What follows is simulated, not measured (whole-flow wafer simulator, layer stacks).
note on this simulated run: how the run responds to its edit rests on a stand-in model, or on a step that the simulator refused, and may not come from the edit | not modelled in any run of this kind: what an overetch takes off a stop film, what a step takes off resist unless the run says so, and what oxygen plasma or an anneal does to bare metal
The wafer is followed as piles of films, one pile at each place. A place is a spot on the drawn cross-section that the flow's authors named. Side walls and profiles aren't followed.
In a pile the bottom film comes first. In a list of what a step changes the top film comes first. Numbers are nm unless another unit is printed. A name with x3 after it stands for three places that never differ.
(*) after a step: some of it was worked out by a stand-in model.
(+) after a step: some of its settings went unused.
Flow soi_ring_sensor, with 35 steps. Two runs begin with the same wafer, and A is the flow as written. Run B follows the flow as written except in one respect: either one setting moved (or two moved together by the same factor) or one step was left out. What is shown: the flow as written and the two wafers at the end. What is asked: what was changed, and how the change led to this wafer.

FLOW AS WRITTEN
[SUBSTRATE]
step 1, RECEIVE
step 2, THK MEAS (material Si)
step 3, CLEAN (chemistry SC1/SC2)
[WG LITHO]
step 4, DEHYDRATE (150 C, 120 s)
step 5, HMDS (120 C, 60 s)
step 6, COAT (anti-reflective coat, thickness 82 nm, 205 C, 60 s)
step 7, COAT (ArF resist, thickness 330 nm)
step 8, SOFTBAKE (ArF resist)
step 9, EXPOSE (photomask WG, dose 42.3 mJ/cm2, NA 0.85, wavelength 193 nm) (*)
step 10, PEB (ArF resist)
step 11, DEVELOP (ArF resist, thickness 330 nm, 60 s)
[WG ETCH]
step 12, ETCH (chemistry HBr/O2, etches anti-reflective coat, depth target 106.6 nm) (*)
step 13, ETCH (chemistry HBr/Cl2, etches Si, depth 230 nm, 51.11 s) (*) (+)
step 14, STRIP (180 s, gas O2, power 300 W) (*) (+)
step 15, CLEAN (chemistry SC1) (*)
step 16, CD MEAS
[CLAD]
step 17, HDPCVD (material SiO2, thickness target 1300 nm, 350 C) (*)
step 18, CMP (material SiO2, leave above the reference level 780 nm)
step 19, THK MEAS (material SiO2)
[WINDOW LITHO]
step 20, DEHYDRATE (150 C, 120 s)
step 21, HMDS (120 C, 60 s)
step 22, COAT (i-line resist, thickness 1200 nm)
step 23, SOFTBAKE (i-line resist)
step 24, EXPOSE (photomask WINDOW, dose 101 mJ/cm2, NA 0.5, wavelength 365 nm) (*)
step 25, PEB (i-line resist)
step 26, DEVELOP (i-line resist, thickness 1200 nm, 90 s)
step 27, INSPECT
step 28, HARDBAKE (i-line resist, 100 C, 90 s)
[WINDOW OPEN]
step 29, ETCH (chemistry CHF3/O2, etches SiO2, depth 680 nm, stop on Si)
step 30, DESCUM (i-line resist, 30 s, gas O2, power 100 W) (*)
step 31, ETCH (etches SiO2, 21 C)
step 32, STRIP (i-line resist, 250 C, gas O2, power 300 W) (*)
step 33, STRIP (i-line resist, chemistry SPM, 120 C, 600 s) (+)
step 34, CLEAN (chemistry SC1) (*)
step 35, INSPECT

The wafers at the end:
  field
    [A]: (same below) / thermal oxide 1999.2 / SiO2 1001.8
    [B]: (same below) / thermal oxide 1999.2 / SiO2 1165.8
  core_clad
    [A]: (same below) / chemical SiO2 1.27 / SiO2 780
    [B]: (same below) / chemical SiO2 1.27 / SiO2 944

What caused this: step 18, CMP: leave above the reference level 944 nm was run, though the flow has leave above the reference level 780 nm.
The wafer itself shows it: core_clad has SiO2 944, and step 18 as written asks for 780 nm.

Step by step, how the change led to this:
  step 18, CMP (material SiO2, leave above the reference level 780 nm)
      gap, window, field, gap_clad: A -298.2 SiO2 | B -134.2 SiO2
      core, core_clad: A -520 SiO2 | B -356 SiO2
  step 31, ETCH (etches SiO2, 21 C)
      core: A -100 SiO2 (all of it), -1.27 chemical SiO2 (all of it) | B -264 SiO2 (all of it), -1.27 chemical SiO2 (all of it)
